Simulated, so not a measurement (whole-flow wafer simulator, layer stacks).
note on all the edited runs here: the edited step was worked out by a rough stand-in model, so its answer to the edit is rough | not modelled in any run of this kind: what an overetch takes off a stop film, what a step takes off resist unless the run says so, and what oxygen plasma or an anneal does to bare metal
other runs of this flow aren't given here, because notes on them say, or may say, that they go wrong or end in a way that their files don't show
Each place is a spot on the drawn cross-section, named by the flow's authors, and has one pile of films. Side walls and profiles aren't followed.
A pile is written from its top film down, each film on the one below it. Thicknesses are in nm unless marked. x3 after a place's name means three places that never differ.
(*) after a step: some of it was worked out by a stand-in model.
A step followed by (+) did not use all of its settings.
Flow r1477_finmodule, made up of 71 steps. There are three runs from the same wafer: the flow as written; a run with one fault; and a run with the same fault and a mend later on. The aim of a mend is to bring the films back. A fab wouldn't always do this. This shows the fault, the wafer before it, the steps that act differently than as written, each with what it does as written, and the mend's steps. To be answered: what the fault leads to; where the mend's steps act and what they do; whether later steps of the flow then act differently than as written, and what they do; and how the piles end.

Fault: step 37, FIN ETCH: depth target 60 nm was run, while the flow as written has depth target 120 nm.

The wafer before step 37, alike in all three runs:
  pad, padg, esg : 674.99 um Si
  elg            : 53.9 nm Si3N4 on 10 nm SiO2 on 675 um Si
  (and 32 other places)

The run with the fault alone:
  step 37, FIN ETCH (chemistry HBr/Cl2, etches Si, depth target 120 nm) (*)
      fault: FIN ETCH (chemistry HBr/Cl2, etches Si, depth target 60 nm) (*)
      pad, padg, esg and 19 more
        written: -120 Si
        fault: -60 Si
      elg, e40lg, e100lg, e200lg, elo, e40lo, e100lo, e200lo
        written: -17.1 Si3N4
        fault: -8.57 Si3N4
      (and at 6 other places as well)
  Steps later in the flow that act otherwise than as written (3 more steps, not shown, differ only slightly: by at most 2% or 0.5 nm, whichever is larger):
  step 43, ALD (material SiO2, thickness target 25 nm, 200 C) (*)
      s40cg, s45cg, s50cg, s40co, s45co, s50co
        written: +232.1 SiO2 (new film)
        fault: +176.7 SiO2 (new film)
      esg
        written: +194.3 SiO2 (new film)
        fault: +142.8 SiO2 (new film)
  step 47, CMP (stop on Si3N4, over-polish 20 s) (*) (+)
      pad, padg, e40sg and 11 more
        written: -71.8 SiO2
        fault: -131.8 SiO2
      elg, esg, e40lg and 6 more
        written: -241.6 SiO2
        fault: -250.2 SiO2
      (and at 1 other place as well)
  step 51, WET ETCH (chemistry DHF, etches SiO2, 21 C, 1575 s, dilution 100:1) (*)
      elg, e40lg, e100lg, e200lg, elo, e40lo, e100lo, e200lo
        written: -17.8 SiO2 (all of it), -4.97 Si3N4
        fault: -9.28 SiO2 (all of it), -5.66 Si3N4
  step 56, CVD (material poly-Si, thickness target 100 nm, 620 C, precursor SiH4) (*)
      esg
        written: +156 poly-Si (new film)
        fault: +163.8 poly-Si (new film)
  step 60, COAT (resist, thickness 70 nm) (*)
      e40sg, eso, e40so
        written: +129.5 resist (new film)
        fault: +136.9 resist (new film)
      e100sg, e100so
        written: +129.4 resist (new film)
        fault: +136.8 resist (new film)
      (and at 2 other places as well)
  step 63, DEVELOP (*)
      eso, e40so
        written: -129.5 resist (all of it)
        fault: -136.9 resist (all of it)
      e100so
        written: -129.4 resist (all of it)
        fault: -136.8 resist (all of it)
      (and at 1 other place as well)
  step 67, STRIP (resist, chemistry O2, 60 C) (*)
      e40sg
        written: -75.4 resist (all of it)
        fault: -82.7 resist (all of it)
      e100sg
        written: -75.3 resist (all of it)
        fault: -82.7 resist (all of it)
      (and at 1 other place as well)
  The piles end different from the flow's at pad, padg, elg and 27 more by more than 2% or 0.5 nm, whichever is larger.
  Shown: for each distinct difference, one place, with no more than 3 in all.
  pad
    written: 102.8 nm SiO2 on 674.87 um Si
    fault: 43 nm SiO2 on 674.93 um Si
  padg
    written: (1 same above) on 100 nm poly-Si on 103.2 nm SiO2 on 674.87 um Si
    fault: (1 same above) on 100 nm poly-Si on 43.4 nm SiO2 on 674.93 um Si
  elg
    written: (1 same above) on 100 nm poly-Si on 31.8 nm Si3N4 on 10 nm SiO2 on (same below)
    fault: (1 same above) on 100 nm poly-Si on 39.6 nm Si3N4 on 10 nm SiO2 on (same below)

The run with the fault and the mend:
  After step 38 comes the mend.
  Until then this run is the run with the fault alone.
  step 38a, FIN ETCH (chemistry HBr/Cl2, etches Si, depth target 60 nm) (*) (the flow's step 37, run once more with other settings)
      pad, padg, esg and 19 more
        -60 Si
      elg, e40lg, e100lg, e200lg, elo, e40lo, e100lo, e200lo
        -8.57 Si3N4
      s40sg_line, s45sg_line, s50sg_line, s40so_line, s45so_line, s50so_line
        -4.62 SiO2
  None of the later steps of the flow acts differently than as written at any place that is followed.
  By the end, the piles equal the flow's at every place that both follow.
